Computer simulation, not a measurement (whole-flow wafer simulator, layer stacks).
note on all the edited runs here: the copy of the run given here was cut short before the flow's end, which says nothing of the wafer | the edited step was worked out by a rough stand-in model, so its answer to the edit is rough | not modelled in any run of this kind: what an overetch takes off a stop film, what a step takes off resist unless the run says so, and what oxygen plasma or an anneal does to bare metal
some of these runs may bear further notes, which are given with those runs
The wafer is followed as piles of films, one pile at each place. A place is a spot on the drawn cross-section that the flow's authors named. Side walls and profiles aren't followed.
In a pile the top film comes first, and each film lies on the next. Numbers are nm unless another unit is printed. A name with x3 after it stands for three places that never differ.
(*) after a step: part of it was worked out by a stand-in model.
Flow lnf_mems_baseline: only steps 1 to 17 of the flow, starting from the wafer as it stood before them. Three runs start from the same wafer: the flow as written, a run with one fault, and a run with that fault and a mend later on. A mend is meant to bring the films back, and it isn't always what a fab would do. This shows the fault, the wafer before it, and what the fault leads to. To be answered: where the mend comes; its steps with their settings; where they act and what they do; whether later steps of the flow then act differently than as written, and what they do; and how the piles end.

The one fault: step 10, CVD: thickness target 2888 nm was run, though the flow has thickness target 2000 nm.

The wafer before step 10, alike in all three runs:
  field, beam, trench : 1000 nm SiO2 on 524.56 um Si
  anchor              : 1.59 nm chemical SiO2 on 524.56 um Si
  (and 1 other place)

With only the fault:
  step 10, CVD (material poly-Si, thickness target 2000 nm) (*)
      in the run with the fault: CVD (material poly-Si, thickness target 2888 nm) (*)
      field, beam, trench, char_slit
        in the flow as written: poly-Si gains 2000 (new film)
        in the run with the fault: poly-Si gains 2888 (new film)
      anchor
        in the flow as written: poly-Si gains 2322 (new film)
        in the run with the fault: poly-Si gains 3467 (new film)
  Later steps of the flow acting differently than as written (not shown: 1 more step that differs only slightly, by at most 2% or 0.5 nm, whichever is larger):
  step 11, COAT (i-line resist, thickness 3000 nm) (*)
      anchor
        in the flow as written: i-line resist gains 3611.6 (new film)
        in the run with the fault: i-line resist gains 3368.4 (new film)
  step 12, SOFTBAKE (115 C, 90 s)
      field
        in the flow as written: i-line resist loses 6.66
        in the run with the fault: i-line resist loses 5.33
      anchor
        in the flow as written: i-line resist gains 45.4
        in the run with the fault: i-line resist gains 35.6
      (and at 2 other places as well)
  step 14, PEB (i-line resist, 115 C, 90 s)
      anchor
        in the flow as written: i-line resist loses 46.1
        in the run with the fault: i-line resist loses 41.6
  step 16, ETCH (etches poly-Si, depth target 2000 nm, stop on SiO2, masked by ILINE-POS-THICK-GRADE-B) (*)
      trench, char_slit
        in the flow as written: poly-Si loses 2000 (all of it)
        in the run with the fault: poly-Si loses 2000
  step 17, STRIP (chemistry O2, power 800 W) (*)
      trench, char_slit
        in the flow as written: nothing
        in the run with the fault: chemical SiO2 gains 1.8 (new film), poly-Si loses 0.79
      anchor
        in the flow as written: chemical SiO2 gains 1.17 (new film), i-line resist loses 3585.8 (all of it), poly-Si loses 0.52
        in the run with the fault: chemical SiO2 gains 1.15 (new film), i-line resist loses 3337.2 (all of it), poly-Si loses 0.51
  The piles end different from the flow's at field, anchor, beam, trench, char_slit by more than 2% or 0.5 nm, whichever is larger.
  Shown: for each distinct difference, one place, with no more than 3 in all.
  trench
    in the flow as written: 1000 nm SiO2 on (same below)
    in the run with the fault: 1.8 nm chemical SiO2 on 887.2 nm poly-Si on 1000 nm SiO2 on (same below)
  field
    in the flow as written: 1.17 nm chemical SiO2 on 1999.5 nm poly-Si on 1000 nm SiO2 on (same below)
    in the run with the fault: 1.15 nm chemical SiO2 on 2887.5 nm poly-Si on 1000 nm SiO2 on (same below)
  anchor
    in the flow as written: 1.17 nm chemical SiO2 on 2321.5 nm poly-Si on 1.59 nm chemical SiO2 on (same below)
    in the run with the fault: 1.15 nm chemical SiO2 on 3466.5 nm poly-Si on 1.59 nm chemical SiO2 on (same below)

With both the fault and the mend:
  The mend stands after step 10.
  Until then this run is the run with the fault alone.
  step 10a, ETCH (chemistry tmah, depth target 3889 nm)
      field, beam, trench, char_slit
        poly-Si loses 2888 (all of it)
      anchor
        poly-Si loses 3467 (all of it)
  step 10b, CLEAN (chemistry SC1/SC2) (a further turn of the flow's step 1)
      leaves every film unchanged at each place that is followed
  step 10c, CVD (material poly-Si, thickness target 2000 nm) (*) (a further turn of the flow's step 10)
      field, beam, trench, char_slit
        poly-Si gains 2000 (new film)
      anchor
        poly-Si gains 2322 (new film)
  None of the later steps of the flow acts differently than as written at any place that is followed.
  At every place that both follow, the piles at the end match the flow's.
